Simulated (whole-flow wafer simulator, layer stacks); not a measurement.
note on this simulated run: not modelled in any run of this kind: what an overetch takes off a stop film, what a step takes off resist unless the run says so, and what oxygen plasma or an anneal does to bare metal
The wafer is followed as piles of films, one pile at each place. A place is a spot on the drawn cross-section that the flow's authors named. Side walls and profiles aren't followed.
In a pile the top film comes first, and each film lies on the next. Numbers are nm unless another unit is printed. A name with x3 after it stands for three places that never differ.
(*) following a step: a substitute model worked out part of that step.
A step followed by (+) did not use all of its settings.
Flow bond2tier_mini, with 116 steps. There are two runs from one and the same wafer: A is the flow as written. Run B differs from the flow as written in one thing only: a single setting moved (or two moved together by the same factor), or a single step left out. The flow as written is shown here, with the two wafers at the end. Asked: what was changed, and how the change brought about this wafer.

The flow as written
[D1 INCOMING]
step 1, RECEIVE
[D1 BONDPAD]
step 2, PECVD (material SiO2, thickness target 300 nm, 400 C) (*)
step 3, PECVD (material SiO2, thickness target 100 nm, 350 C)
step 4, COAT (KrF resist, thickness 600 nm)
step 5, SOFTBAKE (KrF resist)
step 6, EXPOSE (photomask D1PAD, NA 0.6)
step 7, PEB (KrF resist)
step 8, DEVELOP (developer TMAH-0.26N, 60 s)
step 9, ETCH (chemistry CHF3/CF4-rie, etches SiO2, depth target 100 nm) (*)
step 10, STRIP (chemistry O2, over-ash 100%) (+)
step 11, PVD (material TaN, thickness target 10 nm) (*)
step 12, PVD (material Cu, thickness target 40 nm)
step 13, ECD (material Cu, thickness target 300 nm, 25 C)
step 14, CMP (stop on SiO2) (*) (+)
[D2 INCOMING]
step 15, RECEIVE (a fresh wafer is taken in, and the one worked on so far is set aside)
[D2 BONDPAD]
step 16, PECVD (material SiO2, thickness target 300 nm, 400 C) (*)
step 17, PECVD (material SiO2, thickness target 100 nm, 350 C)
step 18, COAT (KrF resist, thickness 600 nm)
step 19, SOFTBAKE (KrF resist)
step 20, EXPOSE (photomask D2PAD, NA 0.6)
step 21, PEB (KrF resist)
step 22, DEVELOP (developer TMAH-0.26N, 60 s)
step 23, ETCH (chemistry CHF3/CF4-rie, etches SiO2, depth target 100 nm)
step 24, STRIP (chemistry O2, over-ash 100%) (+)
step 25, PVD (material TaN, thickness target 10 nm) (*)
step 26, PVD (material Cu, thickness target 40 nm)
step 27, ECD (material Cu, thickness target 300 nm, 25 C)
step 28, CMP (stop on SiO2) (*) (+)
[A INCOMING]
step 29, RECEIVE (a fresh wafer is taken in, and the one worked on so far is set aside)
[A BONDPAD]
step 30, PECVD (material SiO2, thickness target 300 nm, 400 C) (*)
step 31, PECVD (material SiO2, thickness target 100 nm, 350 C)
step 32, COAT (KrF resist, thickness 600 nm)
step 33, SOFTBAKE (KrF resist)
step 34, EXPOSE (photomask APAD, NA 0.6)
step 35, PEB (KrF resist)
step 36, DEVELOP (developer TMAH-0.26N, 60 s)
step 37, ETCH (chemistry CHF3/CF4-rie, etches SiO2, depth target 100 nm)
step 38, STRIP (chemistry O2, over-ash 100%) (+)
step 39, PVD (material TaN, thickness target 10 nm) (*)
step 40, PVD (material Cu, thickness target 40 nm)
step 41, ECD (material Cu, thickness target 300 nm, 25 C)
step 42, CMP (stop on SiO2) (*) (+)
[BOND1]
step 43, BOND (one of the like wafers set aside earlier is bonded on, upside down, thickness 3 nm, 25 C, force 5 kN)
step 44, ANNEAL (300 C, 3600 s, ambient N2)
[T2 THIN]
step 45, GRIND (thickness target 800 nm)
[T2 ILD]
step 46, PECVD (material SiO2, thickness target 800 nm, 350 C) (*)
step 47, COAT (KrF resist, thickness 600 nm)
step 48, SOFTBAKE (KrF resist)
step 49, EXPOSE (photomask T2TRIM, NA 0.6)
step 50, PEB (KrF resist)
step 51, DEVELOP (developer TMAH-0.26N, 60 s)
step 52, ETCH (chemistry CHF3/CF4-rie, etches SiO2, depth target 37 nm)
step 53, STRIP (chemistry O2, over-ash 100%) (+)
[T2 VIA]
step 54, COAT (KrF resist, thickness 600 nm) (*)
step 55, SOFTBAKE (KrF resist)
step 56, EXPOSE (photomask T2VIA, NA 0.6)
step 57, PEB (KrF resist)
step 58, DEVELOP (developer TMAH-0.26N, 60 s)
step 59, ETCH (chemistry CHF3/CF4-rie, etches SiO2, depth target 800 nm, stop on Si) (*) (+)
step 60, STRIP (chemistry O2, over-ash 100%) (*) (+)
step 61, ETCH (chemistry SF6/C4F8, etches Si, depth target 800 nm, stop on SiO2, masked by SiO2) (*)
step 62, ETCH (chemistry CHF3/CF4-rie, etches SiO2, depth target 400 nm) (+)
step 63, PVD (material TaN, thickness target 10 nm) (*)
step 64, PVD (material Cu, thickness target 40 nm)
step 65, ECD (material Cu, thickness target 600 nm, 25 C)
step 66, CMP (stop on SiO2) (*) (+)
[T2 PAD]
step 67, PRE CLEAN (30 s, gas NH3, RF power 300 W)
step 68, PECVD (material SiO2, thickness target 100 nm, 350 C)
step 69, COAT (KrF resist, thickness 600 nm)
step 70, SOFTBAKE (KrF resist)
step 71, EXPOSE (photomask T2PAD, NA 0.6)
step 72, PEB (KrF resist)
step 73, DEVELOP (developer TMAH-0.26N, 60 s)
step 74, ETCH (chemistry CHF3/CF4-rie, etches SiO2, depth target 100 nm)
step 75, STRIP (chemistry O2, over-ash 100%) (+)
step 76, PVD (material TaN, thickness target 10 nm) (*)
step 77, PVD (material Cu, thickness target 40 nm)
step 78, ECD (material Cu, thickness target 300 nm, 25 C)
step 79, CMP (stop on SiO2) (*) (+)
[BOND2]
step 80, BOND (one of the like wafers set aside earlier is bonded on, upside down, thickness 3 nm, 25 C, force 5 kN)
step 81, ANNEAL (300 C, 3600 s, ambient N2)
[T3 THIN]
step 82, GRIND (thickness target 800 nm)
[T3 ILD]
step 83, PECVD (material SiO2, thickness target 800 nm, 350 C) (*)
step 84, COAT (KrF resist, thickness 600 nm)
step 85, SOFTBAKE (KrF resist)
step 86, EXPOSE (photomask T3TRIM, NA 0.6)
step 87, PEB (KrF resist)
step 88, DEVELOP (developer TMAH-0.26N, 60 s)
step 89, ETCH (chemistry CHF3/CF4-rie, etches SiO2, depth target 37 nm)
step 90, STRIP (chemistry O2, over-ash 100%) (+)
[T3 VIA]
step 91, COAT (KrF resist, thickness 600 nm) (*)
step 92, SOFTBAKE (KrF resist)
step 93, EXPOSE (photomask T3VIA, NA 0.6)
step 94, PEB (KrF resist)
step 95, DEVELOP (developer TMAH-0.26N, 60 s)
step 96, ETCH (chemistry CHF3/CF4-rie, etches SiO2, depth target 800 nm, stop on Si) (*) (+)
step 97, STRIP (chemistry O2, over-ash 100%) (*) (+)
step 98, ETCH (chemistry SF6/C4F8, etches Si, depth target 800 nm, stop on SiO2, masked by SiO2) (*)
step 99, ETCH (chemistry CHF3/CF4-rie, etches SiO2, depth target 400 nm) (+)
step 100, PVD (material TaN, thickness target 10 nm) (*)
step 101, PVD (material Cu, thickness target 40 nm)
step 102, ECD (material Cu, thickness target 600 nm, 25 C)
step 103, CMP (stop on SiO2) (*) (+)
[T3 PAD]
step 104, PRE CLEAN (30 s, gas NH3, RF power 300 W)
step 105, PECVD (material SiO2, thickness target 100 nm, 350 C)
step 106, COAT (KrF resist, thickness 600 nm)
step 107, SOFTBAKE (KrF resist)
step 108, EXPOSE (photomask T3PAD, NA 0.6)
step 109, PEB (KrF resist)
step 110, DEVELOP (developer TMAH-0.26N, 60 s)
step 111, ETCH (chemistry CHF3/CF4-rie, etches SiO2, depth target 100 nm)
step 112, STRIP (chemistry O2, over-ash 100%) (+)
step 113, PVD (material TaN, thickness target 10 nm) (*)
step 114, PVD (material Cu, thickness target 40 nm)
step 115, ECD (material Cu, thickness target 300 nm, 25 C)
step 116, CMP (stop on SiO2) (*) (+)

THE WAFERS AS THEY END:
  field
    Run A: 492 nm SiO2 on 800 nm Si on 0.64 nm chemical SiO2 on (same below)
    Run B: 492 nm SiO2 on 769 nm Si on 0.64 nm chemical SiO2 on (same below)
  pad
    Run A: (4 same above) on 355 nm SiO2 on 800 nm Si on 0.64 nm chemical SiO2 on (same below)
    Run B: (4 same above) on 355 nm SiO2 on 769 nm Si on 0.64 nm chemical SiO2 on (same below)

Cause: step 82, GRIND: thickness target 769 nm was run, though the flow has thickness target 800 nm.
The wafer itself shows it: field has Si 769, and step 82 as written asks for 800 nm.

The path from the change to this, step by step:
  step 82, GRIND (thickness target 800 nm)
      field, pad: A -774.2 um Si | B -774.23 um Si
